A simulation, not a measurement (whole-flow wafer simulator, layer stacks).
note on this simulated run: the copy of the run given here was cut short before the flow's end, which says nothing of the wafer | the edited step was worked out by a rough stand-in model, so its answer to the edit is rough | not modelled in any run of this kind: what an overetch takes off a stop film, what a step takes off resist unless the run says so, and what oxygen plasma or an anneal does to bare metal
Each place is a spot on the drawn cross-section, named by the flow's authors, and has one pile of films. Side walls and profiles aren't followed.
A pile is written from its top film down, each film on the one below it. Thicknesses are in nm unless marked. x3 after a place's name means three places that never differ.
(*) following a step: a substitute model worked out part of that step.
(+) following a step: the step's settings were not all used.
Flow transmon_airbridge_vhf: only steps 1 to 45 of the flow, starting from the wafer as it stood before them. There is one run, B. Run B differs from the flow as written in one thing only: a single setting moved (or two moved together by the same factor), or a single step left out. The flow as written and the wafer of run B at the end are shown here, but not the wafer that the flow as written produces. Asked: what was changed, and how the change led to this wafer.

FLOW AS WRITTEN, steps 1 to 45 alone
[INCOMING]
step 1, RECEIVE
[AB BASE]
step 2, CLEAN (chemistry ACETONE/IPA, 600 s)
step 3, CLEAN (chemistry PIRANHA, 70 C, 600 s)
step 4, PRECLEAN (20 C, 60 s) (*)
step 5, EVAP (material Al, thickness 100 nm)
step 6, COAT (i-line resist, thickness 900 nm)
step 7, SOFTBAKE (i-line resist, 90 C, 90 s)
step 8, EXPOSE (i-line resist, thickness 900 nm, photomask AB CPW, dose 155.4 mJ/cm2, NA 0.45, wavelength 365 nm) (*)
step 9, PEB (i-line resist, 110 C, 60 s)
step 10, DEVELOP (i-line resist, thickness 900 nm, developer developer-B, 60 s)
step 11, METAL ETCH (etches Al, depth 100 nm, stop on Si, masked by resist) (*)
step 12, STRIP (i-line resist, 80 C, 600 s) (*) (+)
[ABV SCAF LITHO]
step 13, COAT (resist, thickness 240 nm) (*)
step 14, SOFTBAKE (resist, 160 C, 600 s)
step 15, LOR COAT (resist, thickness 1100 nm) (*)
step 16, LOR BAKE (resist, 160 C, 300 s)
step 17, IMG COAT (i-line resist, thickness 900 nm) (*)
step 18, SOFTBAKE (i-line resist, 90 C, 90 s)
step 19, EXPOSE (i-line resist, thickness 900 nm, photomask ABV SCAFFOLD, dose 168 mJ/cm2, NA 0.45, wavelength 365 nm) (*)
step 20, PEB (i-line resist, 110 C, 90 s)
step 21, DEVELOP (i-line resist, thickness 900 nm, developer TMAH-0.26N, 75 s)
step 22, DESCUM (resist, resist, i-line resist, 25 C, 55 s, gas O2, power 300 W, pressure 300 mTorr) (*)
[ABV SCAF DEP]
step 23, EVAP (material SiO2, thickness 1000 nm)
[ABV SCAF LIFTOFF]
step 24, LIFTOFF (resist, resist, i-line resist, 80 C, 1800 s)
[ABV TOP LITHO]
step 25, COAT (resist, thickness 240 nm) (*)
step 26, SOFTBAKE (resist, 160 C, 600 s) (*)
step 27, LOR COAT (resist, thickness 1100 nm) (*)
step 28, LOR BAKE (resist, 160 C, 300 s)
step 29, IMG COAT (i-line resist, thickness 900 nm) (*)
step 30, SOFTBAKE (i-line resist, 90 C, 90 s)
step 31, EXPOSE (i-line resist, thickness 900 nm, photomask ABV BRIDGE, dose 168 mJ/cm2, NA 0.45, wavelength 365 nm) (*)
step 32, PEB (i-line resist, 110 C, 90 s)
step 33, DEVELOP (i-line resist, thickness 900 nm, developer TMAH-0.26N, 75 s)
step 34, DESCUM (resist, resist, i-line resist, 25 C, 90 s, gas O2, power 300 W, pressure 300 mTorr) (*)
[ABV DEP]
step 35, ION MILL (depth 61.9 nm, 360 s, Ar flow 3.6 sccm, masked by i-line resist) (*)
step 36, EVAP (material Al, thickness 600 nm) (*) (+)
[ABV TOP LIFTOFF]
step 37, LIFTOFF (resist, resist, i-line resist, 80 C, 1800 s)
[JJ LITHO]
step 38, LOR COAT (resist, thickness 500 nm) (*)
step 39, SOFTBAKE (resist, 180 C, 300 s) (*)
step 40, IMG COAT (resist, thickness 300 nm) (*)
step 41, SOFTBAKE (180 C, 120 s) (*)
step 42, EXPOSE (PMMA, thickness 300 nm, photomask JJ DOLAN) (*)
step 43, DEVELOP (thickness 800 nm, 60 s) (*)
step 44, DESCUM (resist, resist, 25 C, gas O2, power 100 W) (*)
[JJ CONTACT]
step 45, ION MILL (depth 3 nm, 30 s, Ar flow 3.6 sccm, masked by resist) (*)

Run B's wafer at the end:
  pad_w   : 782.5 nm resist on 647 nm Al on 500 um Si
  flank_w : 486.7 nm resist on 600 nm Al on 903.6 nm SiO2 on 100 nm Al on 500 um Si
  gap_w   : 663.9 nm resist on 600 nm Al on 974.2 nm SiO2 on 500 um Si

The reason: step 35, ION MILL: depth 44.32 nm was run, whereas the flow has depth 61.9 nm; step 35, ION MILL: 257.8 s was run, where the flow has 360 s.

The path from the change to this, step by step:
  step 35, ION MILL (depth 61.9 nm, 360 s, Ar flow 3.6 sccm, masked by i-line resist) (*)
      field x3, jj_line, ground_far, trace_open_s x2, margin_s, margin_n: -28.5 i-line resist (as written it would have been: -39.7 i-line resist)
      flank_w, gap_w, cpw_trace, gap_e, flank_e, bridge_strip: -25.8 SiO2 (as written it would have been: -36 SiO2)
      (and at 2 other places as well)
  step 37, LIFTOFF (resist, resist, i-line resist, 80 C, 1800 s)
      margin_s: -600 Al (all of it), -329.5 i-line resist (all of it), -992 resist (all of it) (as written it would have been: -600 Al (all of it), -318.3 i-line resist (all of it), -992 resist (all of it))
      margin_n: -600 Al (all of it), -329.6 i-line resist (all of it), -992 resist (all of it) (as written it would have been: -600 Al (all of it), -318.3 i-line resist (all of it), -992 resist (all of it))
